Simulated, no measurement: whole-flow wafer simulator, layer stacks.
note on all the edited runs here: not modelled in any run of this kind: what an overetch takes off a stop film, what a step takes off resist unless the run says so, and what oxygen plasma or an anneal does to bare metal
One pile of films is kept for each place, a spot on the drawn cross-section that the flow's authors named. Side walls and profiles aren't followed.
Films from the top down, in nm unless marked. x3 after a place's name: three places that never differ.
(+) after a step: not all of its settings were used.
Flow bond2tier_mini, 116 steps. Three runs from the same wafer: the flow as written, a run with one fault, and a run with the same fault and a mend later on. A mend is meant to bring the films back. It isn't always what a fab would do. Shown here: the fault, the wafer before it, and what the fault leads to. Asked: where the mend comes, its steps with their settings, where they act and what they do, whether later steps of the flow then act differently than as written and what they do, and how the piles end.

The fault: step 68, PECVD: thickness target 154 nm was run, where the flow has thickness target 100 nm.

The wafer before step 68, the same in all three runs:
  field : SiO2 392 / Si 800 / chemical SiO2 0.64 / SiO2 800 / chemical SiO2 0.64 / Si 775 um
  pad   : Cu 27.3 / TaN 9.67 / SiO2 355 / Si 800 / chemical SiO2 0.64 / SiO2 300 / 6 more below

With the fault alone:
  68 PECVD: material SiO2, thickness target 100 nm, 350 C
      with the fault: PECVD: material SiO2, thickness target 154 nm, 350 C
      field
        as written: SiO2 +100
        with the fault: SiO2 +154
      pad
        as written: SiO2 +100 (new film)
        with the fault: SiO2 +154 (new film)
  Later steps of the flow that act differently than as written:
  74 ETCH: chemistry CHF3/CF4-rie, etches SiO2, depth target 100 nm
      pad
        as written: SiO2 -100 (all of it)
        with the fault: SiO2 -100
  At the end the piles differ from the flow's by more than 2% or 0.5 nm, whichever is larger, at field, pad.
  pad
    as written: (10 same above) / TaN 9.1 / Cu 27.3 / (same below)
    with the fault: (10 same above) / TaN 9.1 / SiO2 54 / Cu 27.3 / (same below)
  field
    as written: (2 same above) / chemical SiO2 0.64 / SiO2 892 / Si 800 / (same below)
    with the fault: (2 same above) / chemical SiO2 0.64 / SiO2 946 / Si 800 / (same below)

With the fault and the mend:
  The mend comes after step 73.
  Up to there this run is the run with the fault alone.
  73a STRIP: chemistry O2, over-ash 100% (+)
      field
        KrF resist -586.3 (all of it)
  73b ETCH: chemistry CHF3/CF4-rie, etches SiO2, depth target 54 nm (the flow's step 62 once more, with other settings)
      field, pad
        SiO2 -54
  73c COAT: KrF resist, thickness 600 nm (the flow's step 69 once more)
      field, pad
        KrF resist +600 (new film)
  73d SOFTBAKE: KrF resist (the flow's step 70 once more)
      changes no film at any place that is followed
  73e EXPOSE: photomask T2PAD, NA 0.6 (the flow's step 71 once more)
      changes no film at any place that is followed
  73f PEB: KrF resist (the flow's step 72 once more)
      changes no film at any place that is followed
  73g DEVELOP: developer TMAH-0.26N, 60 s (the flow's step 73 once more)
      field
        KrF resist -13.7
      pad
        KrF resist -600 (all of it)
  No later step of the flow acts differently than as written at any place that is followed.
  At the end the piles are the same as the flow's at every place that both follow.
